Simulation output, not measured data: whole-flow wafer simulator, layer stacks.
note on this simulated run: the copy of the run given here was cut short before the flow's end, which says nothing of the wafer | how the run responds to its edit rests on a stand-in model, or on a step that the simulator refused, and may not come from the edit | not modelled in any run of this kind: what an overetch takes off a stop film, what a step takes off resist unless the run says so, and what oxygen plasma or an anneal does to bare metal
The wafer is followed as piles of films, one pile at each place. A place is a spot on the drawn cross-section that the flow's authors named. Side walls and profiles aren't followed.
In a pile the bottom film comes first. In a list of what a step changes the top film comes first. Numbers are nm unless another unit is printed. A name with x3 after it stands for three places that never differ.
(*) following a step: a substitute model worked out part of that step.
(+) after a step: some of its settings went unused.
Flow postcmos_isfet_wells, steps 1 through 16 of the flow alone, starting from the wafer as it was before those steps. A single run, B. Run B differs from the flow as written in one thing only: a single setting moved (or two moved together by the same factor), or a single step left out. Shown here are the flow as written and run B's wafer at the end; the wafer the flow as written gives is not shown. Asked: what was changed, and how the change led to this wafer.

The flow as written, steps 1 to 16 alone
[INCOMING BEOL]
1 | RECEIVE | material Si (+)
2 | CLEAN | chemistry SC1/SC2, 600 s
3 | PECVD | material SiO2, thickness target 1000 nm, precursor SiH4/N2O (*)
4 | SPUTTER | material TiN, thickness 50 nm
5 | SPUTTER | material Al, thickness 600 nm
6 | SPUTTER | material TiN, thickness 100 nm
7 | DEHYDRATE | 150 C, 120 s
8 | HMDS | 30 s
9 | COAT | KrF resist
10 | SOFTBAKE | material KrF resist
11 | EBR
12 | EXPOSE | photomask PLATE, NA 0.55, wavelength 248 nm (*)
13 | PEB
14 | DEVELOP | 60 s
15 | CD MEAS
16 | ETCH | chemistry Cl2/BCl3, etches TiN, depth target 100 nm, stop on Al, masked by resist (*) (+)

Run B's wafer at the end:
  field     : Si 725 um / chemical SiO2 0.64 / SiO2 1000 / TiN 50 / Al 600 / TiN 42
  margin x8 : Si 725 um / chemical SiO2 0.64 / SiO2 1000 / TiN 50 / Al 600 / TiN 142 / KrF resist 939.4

The reason: step 6, SPUTTER: thickness 142 nm was run, though the flow has thickness 100 nm.
One can read it off the wafer: margin x8 has TiN 142, and step 6 as written asks for 100 nm.

How this came from the change, step by step:
  6 | SPUTTER | material TiN, thickness 100 nm
      field, margin x8: TiN gains 142 (new film) (as written it would have been: TiN gains 100 (new film))
  16 | ETCH | chemistry Cl2/BCl3, etches TiN, depth target 100 nm, stop on Al, masked by resist (*) (+)
      field: TiN loses 100 (as written it would have been: TiN loses 100 (all of it))
